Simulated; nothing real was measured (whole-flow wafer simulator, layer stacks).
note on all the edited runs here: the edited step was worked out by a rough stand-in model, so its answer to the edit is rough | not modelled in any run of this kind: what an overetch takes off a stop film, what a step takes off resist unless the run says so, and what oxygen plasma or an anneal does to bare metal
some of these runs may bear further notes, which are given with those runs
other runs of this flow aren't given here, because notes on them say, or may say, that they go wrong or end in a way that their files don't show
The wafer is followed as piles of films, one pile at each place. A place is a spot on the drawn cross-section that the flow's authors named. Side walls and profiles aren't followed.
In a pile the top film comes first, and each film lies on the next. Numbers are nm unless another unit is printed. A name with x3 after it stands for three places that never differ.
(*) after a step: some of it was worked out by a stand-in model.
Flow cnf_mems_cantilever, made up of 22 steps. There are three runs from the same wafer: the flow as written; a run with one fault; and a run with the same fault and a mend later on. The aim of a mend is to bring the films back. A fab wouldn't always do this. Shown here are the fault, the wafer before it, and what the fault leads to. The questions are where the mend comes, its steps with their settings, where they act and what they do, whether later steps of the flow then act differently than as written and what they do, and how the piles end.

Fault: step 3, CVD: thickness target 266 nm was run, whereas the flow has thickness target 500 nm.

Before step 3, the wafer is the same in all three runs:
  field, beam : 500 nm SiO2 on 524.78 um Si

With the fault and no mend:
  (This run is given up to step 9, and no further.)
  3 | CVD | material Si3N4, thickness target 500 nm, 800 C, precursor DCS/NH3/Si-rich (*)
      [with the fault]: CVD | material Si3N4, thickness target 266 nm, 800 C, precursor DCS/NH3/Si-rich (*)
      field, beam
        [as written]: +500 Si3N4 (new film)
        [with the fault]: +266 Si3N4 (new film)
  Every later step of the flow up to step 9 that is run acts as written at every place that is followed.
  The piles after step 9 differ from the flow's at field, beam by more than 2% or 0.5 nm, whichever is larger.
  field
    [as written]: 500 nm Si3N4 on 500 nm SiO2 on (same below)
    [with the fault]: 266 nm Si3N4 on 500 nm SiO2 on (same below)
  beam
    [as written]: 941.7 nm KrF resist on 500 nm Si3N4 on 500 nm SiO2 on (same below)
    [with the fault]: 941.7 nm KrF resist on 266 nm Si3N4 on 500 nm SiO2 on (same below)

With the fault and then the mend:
  The mend stands after step 3.
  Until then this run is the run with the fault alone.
  3a | ETCH | chemistry h3po4, depth target 305.9 nm
      field, beam
        -266 Si3N4 (all of it)
  3b | CLEAN | chemistry SC1/SC2 (a further turn of the flow's step 1)
      does not change any film at any place that is followed
  3c | CVD | material Si3N4, thickness target 500 nm, 800 C, precursor DCS/NH3/Si-rich (*) (a further turn of the flow's step 3)
      field, beam
        +500 Si3N4 (new film)
  Every later step of the flow that is run acts as written at every place that is followed.
  At every place that both follow, the piles at the end match the flow's.
